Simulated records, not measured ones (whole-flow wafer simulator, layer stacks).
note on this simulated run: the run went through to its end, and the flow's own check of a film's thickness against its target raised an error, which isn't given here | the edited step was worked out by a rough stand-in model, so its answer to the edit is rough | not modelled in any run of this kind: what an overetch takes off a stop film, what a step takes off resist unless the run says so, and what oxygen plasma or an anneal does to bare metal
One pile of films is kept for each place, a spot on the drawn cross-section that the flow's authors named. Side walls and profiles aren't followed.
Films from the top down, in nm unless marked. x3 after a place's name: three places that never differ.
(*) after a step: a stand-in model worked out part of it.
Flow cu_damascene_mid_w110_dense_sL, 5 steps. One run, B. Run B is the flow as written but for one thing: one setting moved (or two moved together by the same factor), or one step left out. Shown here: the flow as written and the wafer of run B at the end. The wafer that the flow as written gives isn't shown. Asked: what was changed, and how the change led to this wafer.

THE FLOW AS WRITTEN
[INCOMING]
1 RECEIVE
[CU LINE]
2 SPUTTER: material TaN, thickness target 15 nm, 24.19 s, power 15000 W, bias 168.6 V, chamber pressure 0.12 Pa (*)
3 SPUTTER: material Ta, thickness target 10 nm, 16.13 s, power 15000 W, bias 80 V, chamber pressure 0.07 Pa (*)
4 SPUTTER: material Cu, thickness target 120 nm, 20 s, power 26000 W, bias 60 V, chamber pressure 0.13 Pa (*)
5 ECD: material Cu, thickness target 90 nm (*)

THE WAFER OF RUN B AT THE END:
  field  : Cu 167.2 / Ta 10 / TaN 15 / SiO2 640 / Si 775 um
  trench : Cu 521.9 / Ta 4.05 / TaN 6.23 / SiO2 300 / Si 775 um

The cause: step 5, ECD: thickness target 47.2 nm was run, where the flow has thickness target 90 nm.

How the change led to this, step by step:
  5 ECD: material Cu, thickness target 90 nm (*)
      field: Cu +47.2 (as written it would be: Cu +90)
      trench: Cu +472 (as written it would be: Cu +514.8)
